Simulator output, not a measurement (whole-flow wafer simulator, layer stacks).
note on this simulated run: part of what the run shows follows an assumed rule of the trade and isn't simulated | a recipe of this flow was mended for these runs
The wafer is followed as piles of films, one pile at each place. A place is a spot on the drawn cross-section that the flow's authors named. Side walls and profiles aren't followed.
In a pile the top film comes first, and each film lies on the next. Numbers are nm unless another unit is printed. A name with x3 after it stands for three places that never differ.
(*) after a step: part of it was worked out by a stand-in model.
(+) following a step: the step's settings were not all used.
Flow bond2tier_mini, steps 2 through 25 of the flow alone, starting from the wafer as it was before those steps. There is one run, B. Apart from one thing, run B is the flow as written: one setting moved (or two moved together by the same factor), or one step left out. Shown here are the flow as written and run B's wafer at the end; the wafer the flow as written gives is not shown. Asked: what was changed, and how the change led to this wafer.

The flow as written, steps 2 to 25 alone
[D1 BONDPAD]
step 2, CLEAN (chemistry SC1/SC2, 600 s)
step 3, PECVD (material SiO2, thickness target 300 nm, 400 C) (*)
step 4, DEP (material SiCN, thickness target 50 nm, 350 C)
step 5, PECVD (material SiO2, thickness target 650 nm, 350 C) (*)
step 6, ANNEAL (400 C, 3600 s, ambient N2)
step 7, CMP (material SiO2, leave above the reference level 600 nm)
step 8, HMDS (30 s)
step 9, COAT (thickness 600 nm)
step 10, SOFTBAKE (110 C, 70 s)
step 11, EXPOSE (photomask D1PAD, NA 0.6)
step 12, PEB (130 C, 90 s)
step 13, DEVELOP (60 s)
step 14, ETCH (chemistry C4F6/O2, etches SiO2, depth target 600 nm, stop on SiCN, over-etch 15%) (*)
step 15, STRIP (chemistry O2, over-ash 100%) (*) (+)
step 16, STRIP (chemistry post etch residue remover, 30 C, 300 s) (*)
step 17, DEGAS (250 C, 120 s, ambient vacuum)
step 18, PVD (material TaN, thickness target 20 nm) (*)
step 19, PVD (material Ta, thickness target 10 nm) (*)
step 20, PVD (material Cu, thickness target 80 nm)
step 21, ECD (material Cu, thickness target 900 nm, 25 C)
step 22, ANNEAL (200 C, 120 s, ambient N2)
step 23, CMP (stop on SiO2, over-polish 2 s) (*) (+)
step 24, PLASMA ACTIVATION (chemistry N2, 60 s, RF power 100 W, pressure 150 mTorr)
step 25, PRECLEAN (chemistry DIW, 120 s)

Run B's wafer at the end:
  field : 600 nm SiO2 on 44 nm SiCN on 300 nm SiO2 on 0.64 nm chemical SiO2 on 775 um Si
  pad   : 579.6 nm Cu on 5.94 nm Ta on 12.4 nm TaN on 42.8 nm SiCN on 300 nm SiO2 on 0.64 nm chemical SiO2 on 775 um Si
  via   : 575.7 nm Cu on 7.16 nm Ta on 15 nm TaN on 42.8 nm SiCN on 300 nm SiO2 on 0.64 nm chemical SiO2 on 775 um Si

What caused this: step 4, DEP: thickness target 44 nm was run, whereas the flow has thickness target 50 nm; step 14, ETCH: depth target 528 nm was run, where the flow has depth target 600 nm.
The wafer itself shows it: field has SiCN 44, and step 4 as written asks for 50 nm.

How this came from the change, step by step:
  step 4, DEP (material SiCN, thickness target 50 nm, 350 C)
      field, pad, via: SiCN gains 44 (new film) (as written it would have been: SiCN gains 50 (new film))
  step 14, ETCH (chemistry C4F6/O2, etches SiO2, depth target 600 nm, stop on SiCN, over-etch 15%) (*)
      pad, via: SiO2 loses 600 (all of it), SiCN loses 1.21 (as written it would have been: SiO2 loses 600 (all of it), SiCN loses 15.2)
      field: thick-KrF-resist loses 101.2 (as written it would have been: thick-KrF-resist loses 115)
  step 15, STRIP (chemistry O2, over-ash 100%) (*) (+)
      field: thick-KrF-resist loses 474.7 (all of it) (as written it would have been: thick-KrF-resist loses 460.9 (all of it))
